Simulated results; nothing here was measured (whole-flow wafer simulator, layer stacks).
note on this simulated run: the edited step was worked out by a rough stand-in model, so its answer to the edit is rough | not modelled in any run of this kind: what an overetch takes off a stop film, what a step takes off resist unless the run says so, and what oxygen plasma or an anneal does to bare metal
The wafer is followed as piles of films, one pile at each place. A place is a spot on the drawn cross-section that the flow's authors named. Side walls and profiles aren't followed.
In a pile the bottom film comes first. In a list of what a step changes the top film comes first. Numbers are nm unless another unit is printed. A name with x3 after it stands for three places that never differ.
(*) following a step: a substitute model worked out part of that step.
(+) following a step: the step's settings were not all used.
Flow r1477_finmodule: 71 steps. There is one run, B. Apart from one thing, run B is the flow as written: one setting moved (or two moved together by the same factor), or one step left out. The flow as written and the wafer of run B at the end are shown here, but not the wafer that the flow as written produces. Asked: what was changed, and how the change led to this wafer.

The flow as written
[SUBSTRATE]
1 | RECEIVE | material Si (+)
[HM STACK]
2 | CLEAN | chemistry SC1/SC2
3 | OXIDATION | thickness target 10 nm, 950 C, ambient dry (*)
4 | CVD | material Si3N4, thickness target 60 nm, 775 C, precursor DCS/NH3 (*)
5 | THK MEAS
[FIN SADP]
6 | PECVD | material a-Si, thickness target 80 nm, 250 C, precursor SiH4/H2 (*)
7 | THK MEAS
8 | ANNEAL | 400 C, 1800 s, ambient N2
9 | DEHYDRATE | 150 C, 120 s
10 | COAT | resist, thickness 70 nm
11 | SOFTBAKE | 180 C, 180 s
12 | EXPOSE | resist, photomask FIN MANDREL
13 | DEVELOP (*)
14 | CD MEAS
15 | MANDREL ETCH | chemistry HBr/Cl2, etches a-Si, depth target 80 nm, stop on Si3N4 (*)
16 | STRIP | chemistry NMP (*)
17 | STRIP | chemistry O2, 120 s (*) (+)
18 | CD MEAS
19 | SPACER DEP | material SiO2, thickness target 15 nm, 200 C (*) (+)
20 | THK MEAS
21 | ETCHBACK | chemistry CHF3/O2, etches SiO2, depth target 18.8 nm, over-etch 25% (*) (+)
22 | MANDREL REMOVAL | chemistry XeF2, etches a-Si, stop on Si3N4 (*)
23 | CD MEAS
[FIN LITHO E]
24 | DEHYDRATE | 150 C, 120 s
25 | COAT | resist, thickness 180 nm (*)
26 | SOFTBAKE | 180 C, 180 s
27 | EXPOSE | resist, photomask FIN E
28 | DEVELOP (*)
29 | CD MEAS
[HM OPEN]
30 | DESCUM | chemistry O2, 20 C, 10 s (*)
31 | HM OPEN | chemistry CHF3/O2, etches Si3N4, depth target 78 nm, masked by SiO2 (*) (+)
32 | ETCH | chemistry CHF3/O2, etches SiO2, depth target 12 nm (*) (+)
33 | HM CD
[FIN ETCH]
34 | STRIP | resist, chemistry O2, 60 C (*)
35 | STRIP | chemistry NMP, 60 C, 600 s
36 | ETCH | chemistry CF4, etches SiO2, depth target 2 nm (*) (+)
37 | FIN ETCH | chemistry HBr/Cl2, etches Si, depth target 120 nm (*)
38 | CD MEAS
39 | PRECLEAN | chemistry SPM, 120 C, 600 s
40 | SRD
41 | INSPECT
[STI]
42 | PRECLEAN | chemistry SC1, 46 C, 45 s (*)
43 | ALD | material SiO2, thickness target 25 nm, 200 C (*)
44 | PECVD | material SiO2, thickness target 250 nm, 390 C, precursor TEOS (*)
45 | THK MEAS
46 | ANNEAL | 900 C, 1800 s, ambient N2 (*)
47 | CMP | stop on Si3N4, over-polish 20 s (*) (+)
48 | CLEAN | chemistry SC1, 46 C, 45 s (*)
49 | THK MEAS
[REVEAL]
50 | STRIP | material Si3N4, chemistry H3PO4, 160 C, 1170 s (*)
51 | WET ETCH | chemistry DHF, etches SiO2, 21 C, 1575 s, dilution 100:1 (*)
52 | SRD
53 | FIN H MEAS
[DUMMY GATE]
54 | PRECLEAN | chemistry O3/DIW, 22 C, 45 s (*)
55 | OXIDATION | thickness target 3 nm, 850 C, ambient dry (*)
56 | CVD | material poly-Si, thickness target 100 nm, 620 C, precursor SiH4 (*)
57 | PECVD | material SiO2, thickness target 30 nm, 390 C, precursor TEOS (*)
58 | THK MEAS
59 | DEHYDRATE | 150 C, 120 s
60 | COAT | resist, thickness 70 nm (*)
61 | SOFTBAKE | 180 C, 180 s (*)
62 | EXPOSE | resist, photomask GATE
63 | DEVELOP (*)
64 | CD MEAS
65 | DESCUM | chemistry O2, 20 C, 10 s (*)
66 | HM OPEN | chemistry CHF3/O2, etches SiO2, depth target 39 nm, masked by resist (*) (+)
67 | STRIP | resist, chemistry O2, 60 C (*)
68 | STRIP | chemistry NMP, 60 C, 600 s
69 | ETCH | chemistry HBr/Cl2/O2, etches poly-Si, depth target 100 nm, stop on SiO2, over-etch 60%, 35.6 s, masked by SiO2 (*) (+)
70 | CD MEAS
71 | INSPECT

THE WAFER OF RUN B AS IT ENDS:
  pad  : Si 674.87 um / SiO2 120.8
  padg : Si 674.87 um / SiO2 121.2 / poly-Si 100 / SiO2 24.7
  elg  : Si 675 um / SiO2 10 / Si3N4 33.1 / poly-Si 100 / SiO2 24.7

The reason: step 51, WET ETCH: 1244 s was run, though the flow has 1575 s.

The path from the change to this, step by step:
  51 | WET ETCH | chemistry DHF, etches SiO2, 21 C, 1575 s, dilution 100:1 (*)
      pad, padg, e40sg and 12 more: -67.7 SiO2 (in the flow as written it would be: -85.7 SiO2)
      elg, e40lg, e100lg, e200lg, elo, e40lo, e100lo, e200lo: -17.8 SiO2 (all of it), -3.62 Si3N4 (in the flow as written it would be: -17.8 SiO2 (all of it), -4.97 Si3N4)
      (as well as at 7 more places)
  56 | CVD | material poly-Si, thickness target 100 nm, 620 C, precursor SiH4 (*)
      s40cg, s40co: +100 poly-Si (new film) (in the flow as written it would be: +113.9 poly-Si (new film))
      s45cg, s45co: +100 poly-Si (new film) (in the flow as written it would be: +113.4 poly-Si (new film))
      (as well as at 3 more places)
  60 | COAT | resist, thickness 70 nm (*)
      e40sg, eso, e40so: +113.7 resist (new film) (in the flow as written it would be: +129.5 resist (new film))
      e100sg, e100so: +113.6 resist (new film) (in the flow as written it would be: +129.4 resist (new film))
      (as well as at 16 more places)
  63 | DEVELOP (*)
      eso, e40so: -113.7 resist (all of it) (in the flow as written it would be: -129.5 resist (all of it))
      e100so: -113.6 resist (all of it) (in the flow as written it would be: -129.4 resist (all of it))
      (as well as at 8 more places)
  67 | STRIP | resist, chemistry O2, 60 C (*)
      e40lg, e100lg, e200lg: -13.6 resist (all of it) (in the flow as written it would be: -12.8 resist (all of it))
      e40sg: -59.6 resist (all of it) (in the flow as written it would be: -75.4 resist (all of it))
      (as well as at 11 more places)
  69 | ETCH | chemistry HBr/Cl2/O2, etches poly-Si, depth target 100 nm, stop on SiO2, over-etch 60%, 35.6 s, masked by SiO2 (*) (+)
      s40co: -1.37 chemical SiO2 (all of it), -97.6 poly-Si (all of it), -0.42 SiO2 (in the flow as written it would be: -1.46 chemical SiO2 (all of it), -111.5 poly-Si (all of it), -0.24 SiO2)
      s45co: -1.37 chemical SiO2 (all of it), -97.6 poly-Si (all of it), -0.42 SiO2 (in the flow as written it would be: -1.46 chemical SiO2 (all of it), -110.9 poly-Si (all of it), -0.25 SiO2)
      (as well as at 1 more place)
